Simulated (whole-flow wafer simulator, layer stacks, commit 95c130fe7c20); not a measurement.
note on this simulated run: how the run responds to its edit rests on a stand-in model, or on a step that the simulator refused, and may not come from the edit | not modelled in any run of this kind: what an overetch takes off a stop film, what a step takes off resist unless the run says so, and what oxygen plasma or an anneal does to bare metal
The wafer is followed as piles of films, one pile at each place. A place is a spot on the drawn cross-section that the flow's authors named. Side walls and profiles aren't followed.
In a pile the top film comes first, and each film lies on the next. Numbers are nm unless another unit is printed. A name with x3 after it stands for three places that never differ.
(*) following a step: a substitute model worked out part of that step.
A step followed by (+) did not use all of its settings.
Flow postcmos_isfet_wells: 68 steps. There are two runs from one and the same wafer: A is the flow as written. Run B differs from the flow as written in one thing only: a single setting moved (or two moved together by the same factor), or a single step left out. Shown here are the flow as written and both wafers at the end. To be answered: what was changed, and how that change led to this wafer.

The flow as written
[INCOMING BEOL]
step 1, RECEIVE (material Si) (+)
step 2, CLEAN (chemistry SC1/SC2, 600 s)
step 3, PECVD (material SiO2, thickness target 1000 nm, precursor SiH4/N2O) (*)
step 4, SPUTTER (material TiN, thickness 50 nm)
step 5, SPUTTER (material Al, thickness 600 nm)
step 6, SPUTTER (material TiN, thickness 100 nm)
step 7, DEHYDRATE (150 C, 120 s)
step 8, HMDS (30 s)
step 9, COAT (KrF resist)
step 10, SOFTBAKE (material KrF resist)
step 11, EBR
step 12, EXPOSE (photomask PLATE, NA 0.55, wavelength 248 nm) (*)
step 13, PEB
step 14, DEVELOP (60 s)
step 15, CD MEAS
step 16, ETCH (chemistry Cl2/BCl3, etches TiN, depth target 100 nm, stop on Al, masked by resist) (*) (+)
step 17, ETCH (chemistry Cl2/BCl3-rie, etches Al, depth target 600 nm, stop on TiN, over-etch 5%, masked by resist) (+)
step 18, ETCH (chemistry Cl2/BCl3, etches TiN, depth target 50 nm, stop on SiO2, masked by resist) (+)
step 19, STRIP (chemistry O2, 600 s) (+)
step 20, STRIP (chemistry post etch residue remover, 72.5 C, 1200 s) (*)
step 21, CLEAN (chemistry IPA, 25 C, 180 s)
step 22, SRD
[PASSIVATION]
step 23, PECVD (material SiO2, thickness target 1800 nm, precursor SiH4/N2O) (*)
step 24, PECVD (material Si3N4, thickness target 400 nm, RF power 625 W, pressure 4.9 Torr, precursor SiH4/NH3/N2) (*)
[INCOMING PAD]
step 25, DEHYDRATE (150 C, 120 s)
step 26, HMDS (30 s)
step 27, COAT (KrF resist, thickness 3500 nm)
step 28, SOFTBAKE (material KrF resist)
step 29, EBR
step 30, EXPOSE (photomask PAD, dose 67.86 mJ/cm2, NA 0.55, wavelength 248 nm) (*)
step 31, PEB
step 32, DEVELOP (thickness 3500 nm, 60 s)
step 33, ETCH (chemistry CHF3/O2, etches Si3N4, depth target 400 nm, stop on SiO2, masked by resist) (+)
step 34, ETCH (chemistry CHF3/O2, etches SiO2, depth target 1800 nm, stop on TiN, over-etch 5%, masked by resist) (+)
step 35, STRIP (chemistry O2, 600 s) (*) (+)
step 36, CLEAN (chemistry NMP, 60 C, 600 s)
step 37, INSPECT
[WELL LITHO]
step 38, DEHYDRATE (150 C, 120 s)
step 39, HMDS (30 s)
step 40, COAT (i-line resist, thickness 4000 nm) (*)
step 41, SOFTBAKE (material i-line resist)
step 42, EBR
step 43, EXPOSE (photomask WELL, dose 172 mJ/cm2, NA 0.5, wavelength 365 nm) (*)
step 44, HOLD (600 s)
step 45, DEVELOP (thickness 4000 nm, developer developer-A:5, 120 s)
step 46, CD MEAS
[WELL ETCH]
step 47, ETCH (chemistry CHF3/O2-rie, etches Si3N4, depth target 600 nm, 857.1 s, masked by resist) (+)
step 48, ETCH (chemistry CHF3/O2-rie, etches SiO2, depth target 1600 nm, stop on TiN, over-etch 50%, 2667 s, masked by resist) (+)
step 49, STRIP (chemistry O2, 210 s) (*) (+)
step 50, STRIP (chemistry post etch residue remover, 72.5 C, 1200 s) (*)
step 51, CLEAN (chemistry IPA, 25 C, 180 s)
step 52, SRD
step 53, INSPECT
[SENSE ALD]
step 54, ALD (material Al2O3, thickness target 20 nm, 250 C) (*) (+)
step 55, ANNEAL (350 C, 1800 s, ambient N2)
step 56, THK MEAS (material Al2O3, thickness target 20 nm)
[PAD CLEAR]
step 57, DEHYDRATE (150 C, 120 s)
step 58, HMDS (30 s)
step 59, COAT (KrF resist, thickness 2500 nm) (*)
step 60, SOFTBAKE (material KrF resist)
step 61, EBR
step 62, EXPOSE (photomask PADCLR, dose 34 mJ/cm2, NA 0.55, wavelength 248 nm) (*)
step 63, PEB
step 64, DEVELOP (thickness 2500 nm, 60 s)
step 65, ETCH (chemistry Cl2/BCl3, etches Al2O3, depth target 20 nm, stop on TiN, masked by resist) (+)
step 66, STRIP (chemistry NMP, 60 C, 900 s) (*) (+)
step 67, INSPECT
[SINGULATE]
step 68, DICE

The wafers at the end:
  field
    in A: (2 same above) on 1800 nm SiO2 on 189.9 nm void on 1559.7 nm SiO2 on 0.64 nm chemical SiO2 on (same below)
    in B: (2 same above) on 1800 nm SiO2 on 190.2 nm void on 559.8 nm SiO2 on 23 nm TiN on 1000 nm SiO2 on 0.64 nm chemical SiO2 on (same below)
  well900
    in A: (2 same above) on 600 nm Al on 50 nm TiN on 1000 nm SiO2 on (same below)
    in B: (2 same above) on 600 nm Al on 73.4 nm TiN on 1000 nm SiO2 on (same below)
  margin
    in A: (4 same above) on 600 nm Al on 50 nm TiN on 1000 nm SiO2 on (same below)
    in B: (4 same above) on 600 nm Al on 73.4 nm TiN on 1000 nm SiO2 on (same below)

What caused this: step 4, SPUTTER: thickness 73.4 nm was run, whereas the flow has thickness 50 nm.
The wafer itself shows it: well900 has TiN 73.4, and step 4 as written asks for 50 nm.

Step by step, how the change led to this:
  step 4, SPUTTER (material TiN, thickness 50 nm)
      field, margin, well900, well1300 x3, pad_rim, pad_clr, pad_open: A +50 TiN (new film) | B +73.4 TiN (new film)
  step 18, ETCH (chemistry Cl2/BCl3, etches TiN, depth target 50 nm, stop on SiO2, masked by resist) (+)
      field: A -50 TiN (all of it) | B -50 TiN
  step 23, PECVD (material SiO2, thickness target 1800 nm, precursor SiH4/N2O) (*)
      field: A +1800 SiO2 (new film), +189.9 void (new film), +559.7 SiO2 | B +1800 SiO2 (new film), +190.2 void (new film), +559.8 SiO2 (new film)
With metal films that touch counted as one body, field has 1 body; the flow as written gives 0 bodies.
